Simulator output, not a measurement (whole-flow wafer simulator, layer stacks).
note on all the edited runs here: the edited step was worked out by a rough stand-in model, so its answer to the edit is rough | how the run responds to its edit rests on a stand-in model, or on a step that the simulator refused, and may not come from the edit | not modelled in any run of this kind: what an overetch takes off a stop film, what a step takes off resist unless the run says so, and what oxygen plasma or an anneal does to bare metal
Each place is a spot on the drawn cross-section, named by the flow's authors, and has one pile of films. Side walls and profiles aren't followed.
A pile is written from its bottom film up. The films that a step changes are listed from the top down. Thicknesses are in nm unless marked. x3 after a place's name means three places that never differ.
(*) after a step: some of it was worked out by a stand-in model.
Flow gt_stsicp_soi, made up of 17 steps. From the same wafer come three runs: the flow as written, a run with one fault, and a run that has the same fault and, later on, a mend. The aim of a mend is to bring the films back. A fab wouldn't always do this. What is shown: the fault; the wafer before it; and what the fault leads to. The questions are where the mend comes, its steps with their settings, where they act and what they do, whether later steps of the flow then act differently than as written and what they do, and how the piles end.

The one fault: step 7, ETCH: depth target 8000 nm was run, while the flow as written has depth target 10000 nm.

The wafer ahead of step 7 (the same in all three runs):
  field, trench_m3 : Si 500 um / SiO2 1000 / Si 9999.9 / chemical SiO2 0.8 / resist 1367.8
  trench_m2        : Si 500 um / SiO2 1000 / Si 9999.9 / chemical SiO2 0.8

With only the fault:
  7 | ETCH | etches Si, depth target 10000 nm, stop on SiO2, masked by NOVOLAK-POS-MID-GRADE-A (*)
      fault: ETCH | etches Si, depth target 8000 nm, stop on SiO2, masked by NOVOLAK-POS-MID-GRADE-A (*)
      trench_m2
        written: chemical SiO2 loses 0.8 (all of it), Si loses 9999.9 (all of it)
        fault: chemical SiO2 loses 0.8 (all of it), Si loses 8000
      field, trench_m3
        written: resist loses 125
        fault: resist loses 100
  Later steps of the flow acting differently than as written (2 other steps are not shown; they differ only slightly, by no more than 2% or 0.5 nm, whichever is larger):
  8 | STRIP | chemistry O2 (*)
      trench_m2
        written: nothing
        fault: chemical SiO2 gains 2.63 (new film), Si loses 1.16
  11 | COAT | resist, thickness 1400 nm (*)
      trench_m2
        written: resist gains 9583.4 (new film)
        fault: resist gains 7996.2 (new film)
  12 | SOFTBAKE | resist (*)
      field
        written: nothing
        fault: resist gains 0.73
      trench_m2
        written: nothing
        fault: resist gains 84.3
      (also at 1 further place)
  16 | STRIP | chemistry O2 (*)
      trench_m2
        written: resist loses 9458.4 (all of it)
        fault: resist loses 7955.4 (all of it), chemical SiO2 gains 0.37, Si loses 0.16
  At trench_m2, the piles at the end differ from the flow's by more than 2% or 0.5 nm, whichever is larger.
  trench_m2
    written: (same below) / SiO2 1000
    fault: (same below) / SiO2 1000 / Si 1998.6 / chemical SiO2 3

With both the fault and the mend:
  The mend stands after step 7.
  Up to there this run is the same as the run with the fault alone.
  7a | ETCH | etches Si, depth target 2000 nm, stop on SiO2, masked by NOVOLAK-POS-MID-GRADE-A (*) (a further turn of the flow's step 7, with different settings)
      field, trench_m3
        resist loses 25
      trench_m2
        Si loses 1999.9 (all of it)
  Every later step of the flow that is run acts as written at every place that is followed.
  At every place that both follow, the piles at the end match the flow's.
